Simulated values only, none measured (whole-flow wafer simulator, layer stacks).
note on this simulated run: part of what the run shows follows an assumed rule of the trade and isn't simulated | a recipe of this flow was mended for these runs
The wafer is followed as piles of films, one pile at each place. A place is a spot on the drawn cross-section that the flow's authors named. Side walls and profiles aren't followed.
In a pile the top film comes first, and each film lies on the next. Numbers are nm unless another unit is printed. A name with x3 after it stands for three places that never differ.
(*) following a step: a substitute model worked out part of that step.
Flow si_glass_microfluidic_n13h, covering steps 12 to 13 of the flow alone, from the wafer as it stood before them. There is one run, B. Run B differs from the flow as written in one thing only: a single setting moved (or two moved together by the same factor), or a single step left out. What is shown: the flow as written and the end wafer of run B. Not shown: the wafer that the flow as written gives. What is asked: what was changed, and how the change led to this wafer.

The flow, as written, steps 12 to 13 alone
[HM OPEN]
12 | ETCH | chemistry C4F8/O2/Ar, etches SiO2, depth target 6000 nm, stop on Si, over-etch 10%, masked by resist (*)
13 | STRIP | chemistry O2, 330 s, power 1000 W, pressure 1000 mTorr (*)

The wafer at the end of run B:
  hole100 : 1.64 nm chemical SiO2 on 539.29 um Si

Cause: step 12, ETCH: depth target 7354 nm was run, though the flow has depth target 6000 nm.

How this came from the change, step by step:
  12 | ETCH | chemistry C4F8/O2/Ar, etches SiO2, depth target 6000 nm, stop on Si, over-etch 10%, masked by resist (*)
      land: -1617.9 thick-i-line-resist (as written it would have been: -1320 thick-i-line-resist)
      hole100: -6000 SiO2 (all of it), -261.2 Si (as written it would have been: -6000 SiO2 (all of it), -75 Si)
  13 | STRIP | chemistry O2, 330 s, power 1000 W, pressure 1000 mTorr (*)
      land: -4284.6 thick-i-line-resist (all of it) (as written it would have been: -4582.5 thick-i-line-resist (all of it))
